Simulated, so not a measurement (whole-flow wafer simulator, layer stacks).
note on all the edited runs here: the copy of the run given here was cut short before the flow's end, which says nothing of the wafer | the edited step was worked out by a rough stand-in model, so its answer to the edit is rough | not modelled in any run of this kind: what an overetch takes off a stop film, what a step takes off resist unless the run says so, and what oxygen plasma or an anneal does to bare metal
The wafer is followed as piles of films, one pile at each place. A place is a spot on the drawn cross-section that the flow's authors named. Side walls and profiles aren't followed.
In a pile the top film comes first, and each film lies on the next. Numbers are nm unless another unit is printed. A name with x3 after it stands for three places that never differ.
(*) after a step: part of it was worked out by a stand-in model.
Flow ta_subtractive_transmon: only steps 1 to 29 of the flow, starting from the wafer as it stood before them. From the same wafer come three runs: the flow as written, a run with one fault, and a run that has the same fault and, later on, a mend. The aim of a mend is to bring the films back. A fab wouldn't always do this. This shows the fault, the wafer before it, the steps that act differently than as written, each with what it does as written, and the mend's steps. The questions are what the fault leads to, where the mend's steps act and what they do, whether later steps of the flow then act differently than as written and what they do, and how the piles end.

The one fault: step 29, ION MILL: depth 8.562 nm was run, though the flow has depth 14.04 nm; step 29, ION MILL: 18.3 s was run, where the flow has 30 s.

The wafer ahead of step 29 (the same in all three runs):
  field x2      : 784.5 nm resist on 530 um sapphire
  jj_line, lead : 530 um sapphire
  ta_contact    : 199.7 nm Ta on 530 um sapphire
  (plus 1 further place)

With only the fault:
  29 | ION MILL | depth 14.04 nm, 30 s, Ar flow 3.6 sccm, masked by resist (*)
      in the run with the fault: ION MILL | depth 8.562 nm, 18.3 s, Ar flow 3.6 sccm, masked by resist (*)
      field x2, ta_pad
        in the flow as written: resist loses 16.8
        in the run with the fault: resist loses 10.2
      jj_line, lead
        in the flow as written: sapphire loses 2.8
        in the run with the fault: sapphire loses 1.71
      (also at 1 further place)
  Later steps of the flow that are run all act as written at every place that is followed.
  The piles end only slightly different from the flow's at the places that both follow, by no more than 2% or 0.5 nm, whichever is larger.

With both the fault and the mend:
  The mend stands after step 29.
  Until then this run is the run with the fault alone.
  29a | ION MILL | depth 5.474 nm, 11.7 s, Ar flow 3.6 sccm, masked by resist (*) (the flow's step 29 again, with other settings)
      field x2, ta_pad
        resist loses 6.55
      jj_line, lead
        sapphire loses 1.09
      ta_contact
        Ta loses 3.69
  Later steps of the flow that are run all act as written at every place that is followed.
  By the end, the piles equal the flow's at every place that both follow.
